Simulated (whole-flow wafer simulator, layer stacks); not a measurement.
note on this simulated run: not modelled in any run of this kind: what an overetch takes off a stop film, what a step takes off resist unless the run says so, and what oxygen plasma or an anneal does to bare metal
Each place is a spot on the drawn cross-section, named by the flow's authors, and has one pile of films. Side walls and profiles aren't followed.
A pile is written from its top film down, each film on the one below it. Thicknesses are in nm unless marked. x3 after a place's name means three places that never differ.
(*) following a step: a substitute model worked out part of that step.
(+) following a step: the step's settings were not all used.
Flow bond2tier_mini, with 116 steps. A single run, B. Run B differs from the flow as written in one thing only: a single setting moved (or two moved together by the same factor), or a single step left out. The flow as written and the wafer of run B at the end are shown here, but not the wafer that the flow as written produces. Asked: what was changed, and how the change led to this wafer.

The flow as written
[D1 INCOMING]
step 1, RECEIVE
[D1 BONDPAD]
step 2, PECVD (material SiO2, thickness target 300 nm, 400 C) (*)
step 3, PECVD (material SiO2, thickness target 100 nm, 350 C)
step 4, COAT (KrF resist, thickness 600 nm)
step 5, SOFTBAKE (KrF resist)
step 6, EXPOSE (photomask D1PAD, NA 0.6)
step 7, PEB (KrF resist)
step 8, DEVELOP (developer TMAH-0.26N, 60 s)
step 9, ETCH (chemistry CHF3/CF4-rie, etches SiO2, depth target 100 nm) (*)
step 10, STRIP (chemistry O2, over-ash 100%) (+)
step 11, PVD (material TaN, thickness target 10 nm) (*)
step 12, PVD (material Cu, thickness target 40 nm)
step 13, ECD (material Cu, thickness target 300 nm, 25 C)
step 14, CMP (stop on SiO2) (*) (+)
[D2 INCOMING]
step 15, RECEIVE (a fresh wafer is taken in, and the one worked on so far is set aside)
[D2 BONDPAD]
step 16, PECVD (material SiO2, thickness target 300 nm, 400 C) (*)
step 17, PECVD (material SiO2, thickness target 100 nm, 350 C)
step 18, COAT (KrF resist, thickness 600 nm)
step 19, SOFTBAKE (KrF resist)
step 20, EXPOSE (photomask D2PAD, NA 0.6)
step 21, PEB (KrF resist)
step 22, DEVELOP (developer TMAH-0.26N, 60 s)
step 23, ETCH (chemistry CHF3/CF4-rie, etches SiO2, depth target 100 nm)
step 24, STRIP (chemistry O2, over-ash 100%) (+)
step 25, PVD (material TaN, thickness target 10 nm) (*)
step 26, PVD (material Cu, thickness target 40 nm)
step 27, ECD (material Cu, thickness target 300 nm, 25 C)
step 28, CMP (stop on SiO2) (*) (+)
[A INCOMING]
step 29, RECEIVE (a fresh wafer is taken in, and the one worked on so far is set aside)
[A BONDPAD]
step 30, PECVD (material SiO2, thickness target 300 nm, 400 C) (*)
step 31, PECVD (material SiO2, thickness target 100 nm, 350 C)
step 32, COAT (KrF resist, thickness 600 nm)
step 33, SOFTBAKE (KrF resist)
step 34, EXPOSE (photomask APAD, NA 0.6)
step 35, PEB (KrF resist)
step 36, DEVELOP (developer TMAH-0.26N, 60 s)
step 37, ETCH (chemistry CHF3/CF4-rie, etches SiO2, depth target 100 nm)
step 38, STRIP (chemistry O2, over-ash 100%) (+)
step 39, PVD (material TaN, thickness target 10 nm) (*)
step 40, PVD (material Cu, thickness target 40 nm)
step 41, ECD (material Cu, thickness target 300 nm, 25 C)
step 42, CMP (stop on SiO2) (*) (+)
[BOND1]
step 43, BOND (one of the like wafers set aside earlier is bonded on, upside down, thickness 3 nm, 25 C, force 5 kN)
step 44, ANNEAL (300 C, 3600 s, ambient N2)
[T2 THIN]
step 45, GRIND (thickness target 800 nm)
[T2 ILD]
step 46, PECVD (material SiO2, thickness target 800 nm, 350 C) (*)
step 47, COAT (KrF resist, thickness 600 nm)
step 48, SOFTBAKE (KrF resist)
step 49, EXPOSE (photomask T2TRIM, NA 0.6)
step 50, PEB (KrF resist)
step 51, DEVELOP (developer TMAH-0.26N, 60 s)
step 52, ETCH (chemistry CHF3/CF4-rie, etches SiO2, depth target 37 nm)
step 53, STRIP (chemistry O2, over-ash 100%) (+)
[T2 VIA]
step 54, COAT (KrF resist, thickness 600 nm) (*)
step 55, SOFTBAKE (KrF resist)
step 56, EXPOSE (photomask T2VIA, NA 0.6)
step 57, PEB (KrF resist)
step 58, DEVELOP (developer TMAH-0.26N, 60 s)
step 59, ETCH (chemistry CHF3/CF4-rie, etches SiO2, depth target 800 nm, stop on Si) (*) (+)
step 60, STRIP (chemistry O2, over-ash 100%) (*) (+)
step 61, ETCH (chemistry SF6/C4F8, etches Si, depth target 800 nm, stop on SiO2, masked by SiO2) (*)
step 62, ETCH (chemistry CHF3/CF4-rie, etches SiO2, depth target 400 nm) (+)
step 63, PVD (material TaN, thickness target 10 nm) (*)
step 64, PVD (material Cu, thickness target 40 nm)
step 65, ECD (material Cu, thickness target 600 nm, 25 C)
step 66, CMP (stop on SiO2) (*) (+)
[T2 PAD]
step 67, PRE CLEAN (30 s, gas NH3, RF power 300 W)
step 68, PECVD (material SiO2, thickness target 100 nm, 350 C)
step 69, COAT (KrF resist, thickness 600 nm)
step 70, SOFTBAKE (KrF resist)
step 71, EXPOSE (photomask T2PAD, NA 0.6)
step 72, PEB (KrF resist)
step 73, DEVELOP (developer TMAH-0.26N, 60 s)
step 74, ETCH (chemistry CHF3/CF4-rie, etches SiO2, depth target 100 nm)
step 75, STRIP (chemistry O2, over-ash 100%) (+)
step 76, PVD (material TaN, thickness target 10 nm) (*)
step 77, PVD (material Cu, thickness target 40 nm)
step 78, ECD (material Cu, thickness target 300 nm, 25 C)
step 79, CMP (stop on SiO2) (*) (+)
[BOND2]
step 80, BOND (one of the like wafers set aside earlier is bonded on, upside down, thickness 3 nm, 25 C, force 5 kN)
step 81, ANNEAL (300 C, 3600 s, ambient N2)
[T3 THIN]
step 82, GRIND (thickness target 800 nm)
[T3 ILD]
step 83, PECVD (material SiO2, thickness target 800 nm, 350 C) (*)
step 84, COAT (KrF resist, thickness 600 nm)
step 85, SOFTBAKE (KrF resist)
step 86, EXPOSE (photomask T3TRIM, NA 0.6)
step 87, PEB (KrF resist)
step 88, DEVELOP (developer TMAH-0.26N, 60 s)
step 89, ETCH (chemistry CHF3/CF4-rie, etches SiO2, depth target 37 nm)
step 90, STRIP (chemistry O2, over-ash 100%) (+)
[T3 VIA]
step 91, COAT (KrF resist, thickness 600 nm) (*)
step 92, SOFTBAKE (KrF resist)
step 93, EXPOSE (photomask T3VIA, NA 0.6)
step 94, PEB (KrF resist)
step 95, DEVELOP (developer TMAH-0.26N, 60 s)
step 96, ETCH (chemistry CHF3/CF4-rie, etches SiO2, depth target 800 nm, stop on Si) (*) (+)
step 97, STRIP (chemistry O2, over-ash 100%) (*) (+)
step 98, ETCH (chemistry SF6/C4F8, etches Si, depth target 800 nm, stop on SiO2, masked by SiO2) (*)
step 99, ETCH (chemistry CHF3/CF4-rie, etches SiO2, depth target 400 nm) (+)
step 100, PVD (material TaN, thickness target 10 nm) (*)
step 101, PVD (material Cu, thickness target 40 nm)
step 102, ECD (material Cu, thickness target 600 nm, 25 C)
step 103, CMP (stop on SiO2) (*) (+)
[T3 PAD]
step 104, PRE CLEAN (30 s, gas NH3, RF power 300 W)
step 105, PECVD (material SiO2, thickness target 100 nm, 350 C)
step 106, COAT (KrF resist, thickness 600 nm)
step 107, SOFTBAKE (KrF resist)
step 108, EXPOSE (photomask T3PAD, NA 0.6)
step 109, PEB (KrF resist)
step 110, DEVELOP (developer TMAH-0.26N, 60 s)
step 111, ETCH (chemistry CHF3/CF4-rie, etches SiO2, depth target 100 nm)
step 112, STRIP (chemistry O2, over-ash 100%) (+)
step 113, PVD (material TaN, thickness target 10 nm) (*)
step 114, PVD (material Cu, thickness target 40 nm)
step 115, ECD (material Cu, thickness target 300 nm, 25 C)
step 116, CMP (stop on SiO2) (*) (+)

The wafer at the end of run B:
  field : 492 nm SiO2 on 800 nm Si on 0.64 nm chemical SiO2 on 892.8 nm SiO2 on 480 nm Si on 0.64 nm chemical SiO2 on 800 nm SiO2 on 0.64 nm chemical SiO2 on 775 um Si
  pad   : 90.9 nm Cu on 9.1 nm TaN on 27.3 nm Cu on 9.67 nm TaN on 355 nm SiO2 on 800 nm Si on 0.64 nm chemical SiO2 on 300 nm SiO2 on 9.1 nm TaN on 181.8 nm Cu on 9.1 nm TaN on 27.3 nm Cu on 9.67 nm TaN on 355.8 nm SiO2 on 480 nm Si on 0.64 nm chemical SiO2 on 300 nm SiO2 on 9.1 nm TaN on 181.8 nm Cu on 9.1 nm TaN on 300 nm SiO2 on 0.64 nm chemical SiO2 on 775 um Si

What caused this: step 45, GRIND: thickness target 480 nm was run, whereas the flow has thickness target 800 nm.
The wafer itself shows it: field has Si 480, and step 45 as written asks for 800 nm.

The path from the change to this, step by step:
  step 45, GRIND (thickness target 800 nm)
      field, pad, via: -774.52 um Si (it would be, as written: -774.2 um Si)
  step 61, ETCH (chemistry SF6/C4F8, etches Si, depth target 800 nm, stop on SiO2, masked by SiO2) (*)
      field, pad: -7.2 SiO2 (it would be, as written: -8 SiO2)
